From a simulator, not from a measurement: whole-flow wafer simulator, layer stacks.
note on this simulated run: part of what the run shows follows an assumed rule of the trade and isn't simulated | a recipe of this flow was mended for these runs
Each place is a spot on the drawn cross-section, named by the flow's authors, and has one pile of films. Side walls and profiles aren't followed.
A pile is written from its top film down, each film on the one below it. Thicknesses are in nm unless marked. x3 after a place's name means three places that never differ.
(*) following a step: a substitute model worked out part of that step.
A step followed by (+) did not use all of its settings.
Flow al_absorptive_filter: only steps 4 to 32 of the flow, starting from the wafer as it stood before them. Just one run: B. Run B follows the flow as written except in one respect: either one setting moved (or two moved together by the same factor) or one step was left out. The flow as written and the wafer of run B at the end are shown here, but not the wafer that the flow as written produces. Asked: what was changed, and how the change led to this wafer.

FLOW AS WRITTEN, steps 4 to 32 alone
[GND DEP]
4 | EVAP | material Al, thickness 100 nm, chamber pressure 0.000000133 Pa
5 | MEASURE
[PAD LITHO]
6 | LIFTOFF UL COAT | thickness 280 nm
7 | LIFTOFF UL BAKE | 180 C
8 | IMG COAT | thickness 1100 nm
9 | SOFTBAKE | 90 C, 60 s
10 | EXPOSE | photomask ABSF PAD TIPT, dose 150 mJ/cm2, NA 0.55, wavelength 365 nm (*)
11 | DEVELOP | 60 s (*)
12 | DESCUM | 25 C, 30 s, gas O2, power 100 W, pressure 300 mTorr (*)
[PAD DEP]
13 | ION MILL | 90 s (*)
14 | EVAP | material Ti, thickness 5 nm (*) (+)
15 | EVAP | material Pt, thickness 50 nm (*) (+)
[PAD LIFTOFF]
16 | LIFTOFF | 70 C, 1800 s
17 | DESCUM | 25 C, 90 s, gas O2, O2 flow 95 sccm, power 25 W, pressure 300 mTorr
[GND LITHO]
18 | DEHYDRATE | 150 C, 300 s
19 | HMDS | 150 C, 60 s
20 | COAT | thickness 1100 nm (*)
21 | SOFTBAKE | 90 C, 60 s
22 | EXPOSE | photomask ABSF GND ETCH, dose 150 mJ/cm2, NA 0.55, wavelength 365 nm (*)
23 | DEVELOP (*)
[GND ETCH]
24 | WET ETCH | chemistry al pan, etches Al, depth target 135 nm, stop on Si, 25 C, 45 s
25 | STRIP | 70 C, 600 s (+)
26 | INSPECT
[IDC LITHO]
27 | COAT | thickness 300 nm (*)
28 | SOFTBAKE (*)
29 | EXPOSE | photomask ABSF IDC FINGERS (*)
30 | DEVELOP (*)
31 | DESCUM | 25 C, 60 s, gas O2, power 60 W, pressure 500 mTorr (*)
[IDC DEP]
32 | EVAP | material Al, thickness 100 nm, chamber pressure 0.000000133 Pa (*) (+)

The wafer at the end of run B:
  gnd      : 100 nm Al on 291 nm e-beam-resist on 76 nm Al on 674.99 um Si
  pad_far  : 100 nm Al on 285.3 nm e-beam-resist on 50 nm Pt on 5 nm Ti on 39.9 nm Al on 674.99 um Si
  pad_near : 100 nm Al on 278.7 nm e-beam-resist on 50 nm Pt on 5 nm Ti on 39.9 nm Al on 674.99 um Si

Cause: step 4, EVAP: thickness 76 nm was run, whereas the flow has thickness 100 nm; step 13, ION MILL: 68 s was run, where the flow has 90 s.
The wafer itself shows it: gnd has Al 76, and step 4 as written asks for 100 nm.

The path from the change to this, step by step:
  4 | EVAP | material Al, thickness 100 nm, chamber pressure 0.000000133 Pa
      gnd, pad_far, pad_near and 11 more: +76 Al (new film) (it would be, as written: +100 Al (new film))
  13 | ION MILL | 90 s (*)
      gnd, ledge, res, xa_field x4, xl_gap, xl_turn, idc_field x2, idc_line: -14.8 i-line-resist (it would be, as written: -19.6 i-line-resist)
      pad_far, pad_near: -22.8 Al (it would be, as written: -30.2 Al)
  24 | WET ETCH | chemistry al pan, etches Al, depth target 135 nm, stop on Si, 25 C, 45 s
      res, xl_gap, idc_field x2, idc_line: -62.7 Al (all of it) (it would be, as written: -86.7 Al (all of it))
  27 | COAT | thickness 300 nm (*)
      ledge: +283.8 e-beam-resist (new film) (it would be, as written: +274.4 e-beam-resist (new film))
      res: +339 e-beam-resist (new film) (it would be, as written: +349.6 e-beam-resist (new film))
      (and at 1 other place as well)
